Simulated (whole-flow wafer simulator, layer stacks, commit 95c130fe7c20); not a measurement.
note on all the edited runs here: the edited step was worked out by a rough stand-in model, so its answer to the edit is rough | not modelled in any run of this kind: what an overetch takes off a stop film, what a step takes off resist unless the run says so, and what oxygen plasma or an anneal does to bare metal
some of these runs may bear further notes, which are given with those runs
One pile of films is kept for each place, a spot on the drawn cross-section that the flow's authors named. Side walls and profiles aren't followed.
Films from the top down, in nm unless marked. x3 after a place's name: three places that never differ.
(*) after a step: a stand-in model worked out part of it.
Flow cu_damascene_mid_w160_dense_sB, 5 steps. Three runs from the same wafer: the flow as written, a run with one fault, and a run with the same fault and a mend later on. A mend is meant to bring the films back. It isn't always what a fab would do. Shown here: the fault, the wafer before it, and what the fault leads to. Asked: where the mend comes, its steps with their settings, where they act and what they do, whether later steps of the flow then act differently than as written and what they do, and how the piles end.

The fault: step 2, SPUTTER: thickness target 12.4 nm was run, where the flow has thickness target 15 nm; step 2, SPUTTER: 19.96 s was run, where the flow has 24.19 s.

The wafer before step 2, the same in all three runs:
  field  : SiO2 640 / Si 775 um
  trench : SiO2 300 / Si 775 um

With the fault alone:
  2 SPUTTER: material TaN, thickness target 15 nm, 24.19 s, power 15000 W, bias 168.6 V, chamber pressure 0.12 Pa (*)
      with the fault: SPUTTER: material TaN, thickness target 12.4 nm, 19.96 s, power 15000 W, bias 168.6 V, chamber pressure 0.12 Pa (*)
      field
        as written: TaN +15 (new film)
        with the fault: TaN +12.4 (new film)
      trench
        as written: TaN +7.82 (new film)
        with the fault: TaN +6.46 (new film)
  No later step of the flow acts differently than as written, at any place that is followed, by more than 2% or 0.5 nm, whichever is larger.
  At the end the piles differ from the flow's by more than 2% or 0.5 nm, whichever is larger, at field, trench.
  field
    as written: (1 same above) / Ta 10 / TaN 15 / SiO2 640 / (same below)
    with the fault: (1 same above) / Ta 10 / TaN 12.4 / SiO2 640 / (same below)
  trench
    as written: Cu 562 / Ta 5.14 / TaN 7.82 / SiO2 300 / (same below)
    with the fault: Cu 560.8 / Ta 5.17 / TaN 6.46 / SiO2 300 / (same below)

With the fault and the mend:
  The mend comes after step 2.
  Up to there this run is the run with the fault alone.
  2a SPUTTER: material TaN, thickness target 2.6 nm, 4.193 s, power 15000 W, bias 168.6 V, chamber pressure 0.12 Pa (*) (the flow's step 2 once more, with other settings)
      field
        TaN +2.6
      trench
        TaN +1.31
  No later step of the flow acts differently than as written, at any place that is followed, by more than 2% or 0.5 nm, whichever is larger.
  At the end the piles differ from the flow's only slightly at the places that both follow, by at most 2% or 0.5 nm, whichever is larger.
